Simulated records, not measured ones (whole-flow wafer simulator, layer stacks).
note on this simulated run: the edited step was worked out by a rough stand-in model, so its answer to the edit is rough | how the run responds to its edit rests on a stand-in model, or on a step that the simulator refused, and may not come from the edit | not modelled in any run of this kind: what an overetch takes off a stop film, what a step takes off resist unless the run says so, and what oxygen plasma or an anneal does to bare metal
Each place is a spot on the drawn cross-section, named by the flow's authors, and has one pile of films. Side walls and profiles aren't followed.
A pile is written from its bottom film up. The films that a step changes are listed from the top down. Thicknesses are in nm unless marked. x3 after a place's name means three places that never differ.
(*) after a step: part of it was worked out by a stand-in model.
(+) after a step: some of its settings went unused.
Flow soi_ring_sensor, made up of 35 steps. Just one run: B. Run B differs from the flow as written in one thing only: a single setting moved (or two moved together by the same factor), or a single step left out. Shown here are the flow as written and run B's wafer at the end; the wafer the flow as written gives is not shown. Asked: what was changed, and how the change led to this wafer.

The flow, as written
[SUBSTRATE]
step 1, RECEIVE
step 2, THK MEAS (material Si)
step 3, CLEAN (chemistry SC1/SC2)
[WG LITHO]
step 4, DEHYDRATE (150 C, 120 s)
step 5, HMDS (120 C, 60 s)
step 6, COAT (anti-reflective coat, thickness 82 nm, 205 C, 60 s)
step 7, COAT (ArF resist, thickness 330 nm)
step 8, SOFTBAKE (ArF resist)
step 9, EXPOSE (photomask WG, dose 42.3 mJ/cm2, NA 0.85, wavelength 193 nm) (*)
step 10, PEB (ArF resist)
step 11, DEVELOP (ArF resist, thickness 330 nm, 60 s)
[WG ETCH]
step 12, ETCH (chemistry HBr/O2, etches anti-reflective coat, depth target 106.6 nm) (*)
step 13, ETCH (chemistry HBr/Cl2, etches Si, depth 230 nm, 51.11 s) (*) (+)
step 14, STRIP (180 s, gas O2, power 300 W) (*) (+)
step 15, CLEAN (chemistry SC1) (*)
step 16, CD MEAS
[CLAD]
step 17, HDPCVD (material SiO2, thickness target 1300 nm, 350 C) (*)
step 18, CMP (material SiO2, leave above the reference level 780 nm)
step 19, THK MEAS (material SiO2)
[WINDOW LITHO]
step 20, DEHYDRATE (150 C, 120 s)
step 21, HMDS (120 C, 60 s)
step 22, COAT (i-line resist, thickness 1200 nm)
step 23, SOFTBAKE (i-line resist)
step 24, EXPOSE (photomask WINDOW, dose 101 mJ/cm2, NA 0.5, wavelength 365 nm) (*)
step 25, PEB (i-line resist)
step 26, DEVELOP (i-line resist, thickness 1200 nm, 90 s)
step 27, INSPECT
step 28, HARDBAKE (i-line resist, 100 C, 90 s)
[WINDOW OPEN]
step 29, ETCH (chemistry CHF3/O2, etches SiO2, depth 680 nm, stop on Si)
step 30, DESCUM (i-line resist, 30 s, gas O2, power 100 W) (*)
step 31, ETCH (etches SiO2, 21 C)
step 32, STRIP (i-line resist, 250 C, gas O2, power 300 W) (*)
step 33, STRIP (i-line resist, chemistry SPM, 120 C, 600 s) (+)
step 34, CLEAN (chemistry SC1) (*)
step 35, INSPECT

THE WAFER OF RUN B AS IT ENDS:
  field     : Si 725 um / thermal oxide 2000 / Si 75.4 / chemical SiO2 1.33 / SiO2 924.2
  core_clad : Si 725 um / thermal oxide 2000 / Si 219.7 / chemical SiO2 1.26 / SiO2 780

Cause: step 13, ETCH: depth 144 nm was run, though the flow has depth 230 nm; step 13, ETCH: 31.94 s was run, where the flow has 51.11 s.

The path from the change to this, step by step:
  step 13, ETCH (chemistry HBr/Cl2, etches Si, depth 230 nm, 51.11 s) (*) (+)
      gap, window, field, gap_clad: Si loses 144 (as written it would have been: Si loses 220 (all of it), thermal oxide loses 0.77)
      core, core_clad: ArF resist loses 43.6 (as written it would have been: ArF resist loses 69.7)
  step 14, STRIP (180 s, gas O2, power 300 W) (*) (+)
      gap, window, field, gap_clad: chemical SiO2 gains 1.33 (new film), Si loses 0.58 (as written it would have been: nothing)
      core, core_clad: ArF resist loses 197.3 (all of it), anti-reflective coat loses 82 (all of it), chemical SiO2 gains 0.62, Si loses 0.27 (as written it would have been: ArF resist loses 171.2 (all of it), anti-reflective coat loses 82 (all of it), chemical SiO2 gains 0.63, Si loses 0.28)
  step 18, CMP (material SiO2, leave above the reference level 780 nm)
      gap, window, field, gap_clad: SiO2 loses 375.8 (as written it would have been: SiO2 loses 298.2)
